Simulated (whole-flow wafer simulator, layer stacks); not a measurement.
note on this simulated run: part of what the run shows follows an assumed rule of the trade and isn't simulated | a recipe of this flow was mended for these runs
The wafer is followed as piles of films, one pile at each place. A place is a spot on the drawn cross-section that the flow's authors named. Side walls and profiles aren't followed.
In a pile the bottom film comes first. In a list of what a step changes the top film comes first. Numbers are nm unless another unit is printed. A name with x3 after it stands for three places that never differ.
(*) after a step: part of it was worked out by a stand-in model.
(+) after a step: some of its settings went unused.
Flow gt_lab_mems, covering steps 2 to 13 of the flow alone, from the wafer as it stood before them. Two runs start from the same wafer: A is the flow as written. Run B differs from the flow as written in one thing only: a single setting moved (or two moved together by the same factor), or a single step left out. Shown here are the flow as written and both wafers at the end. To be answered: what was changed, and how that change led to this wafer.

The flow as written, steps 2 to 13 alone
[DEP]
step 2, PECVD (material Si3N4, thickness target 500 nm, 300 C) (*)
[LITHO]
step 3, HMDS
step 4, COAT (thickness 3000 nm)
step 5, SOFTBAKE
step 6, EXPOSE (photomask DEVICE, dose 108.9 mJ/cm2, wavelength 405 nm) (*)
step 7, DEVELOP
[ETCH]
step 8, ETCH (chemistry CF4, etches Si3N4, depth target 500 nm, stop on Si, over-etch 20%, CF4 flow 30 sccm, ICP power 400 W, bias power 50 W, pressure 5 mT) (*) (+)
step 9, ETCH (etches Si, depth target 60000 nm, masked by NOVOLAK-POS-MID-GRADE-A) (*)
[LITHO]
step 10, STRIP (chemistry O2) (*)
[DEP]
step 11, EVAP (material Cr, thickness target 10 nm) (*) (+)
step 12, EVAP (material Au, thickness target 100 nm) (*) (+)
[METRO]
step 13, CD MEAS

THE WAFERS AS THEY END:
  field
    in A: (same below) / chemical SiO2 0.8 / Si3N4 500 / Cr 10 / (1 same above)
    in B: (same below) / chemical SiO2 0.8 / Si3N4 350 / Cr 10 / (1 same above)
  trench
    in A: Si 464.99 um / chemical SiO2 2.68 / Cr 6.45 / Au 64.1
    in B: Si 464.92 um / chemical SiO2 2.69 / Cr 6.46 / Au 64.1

What caused this: step 2, PECVD: thickness target 350 nm was run, whereas the flow has thickness target 500 nm.
One can read it off the wafer: field has Si3N4 350, and step 2 as written asks for 500 nm.

Step by step, how the change led to this:
  step 2, PECVD (material Si3N4, thickness target 500 nm, 300 C) (*)
      field, trench: A Si3N4 gains 500 (new film) | B Si3N4 gains 350 (new film)
  step 8, ETCH (chemistry CF4, etches Si3N4, depth target 500 nm, stop on Si, over-etch 20%, CF4 flow 30 sccm, ICP power 400 W, bias power 50 W, pressure 5 mT) (*) (+)
      field: A g/i-line-resist loses 400 | B g/i-line-resist loses 280.6
      trench: A Si3N4 loses 500 (all of it), chemical SiO2 loses 0.8 (all of it), Si loses 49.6 | B Si3N4 loses 350 (all of it), chemical SiO2 loses 0.8 (all of it), Si loses 124.6
  step 10, STRIP (chemistry O2) (*)
      field: A g/i-line-resist loses 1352 (all of it) | B g/i-line-resist loses 1471.3 (all of it)
